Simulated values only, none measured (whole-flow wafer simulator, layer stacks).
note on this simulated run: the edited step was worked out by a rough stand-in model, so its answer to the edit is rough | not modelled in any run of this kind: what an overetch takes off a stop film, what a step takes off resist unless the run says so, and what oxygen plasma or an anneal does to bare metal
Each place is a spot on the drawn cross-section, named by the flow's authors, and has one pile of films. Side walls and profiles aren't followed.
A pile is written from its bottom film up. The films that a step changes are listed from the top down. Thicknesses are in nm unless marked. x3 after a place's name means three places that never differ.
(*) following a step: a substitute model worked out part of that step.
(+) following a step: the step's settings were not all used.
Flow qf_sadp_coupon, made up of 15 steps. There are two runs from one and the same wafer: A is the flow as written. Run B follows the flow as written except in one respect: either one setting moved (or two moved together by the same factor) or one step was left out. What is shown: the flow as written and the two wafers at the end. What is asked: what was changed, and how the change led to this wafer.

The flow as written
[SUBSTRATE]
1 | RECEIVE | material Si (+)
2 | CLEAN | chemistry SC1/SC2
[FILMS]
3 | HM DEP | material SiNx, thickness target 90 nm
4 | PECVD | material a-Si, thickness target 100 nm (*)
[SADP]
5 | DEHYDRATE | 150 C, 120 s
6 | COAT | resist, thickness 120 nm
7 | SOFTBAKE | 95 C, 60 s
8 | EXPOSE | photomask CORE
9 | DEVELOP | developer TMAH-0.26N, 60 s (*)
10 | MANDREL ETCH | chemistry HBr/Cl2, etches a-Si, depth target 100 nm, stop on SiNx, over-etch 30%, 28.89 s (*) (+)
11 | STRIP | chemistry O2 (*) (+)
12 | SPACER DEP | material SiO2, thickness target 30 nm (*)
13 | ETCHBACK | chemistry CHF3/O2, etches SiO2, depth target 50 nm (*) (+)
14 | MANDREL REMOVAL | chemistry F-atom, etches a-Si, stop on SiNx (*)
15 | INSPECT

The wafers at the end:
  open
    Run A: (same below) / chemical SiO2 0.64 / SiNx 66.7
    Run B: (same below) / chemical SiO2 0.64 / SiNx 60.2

What caused this: step 4, PECVD: thickness target 55 nm was run, while the flow as written has thickness target 100 nm.

How this came from the change, step by step:
  4 | PECVD | material a-Si, thickness target 100 nm (*)
      m, open: A a-Si gains 100 (new film) | B a-Si gains 55 (new film)
  10 | MANDREL ETCH | chemistry HBr/Cl2, etches a-Si, depth target 100 nm, stop on SiNx, over-etch 30%, 28.89 s (*) (+)
      open: A a-Si loses 100 (all of it), SiNx loses 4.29 | B a-Si loses 55 (all of it), SiNx loses 10.7
  14 | MANDREL REMOVAL | chemistry F-atom, etches a-Si, stop on SiNx (*)
      m: A a-Si loses 95.8 (all of it) | B a-Si loses 50.8 (all of it)
